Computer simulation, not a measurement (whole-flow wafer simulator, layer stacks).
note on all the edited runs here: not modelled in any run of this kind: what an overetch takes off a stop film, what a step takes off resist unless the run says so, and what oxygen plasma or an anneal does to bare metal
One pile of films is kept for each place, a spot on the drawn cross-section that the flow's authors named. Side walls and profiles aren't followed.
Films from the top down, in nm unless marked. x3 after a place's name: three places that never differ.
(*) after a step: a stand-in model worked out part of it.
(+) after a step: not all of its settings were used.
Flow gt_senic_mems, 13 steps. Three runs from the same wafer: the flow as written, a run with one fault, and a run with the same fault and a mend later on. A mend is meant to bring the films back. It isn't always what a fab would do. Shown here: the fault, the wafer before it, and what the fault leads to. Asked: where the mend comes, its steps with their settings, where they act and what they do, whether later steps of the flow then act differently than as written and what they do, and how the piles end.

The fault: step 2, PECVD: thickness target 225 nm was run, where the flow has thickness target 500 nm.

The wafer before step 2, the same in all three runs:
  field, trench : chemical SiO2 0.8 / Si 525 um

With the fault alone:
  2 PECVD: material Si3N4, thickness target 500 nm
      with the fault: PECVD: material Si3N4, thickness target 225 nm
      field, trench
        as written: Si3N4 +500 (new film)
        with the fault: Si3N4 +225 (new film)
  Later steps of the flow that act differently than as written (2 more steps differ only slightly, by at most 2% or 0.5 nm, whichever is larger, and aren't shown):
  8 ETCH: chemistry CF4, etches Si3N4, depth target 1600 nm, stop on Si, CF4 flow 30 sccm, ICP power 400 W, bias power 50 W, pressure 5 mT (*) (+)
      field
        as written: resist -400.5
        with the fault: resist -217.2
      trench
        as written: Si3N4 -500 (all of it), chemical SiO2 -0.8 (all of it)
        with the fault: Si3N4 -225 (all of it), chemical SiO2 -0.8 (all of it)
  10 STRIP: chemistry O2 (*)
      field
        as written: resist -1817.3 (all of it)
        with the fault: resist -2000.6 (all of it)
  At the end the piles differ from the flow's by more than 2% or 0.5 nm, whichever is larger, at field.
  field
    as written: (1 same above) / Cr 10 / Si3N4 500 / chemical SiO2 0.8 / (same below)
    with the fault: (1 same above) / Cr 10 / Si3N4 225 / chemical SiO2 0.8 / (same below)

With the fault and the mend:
  The mend comes after step 2.
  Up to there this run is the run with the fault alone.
  2a PECVD: material Si3N4, thickness target 275 nm (the flow's step 2 once more, with other settings)
      field, trench
        Si3N4 +275
  No later step of the flow acts differently than as written at any place that is followed.
  At the end the piles are the same as the flow's at every place that both follow.
